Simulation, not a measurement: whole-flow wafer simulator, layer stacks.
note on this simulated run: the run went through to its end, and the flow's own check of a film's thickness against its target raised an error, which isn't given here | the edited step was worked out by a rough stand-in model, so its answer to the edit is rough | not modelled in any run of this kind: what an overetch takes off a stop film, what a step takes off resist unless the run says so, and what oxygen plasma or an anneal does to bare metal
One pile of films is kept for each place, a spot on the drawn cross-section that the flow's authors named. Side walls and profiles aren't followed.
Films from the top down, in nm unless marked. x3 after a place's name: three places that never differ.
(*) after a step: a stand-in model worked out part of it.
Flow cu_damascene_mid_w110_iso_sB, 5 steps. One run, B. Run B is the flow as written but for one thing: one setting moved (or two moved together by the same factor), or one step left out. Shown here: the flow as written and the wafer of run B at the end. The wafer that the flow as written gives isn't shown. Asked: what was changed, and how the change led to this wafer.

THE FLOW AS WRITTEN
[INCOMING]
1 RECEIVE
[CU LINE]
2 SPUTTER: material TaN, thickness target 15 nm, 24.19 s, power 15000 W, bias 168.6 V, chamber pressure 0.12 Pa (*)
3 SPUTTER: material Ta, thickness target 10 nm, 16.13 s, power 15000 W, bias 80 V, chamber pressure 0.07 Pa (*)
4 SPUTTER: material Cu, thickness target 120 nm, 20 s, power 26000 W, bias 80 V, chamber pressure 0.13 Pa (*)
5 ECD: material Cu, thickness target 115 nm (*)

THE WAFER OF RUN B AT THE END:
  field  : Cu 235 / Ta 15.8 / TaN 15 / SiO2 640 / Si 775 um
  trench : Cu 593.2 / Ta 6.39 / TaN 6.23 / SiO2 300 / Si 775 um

The cause: step 3, SPUTTER: thickness target 15.8 nm was run, where the flow has thickness target 10 nm; step 3, SPUTTER: 25.4 s was run, where the flow has 16.13 s.
It can be read off the wafer: field has Ta 15.8, and step 3 as written asks for 10 nm.

How the change led to this, step by step:
  3 SPUTTER: material Ta, thickness target 10 nm, 16.13 s, power 15000 W, bias 80 V, chamber pressure 0.07 Pa (*)
      field: Ta +15.8 (new film) (as written it would be: Ta +10 (new film))
      trench: Ta +6.39 (new film) (as written it would be: Ta +4.05 (new film))
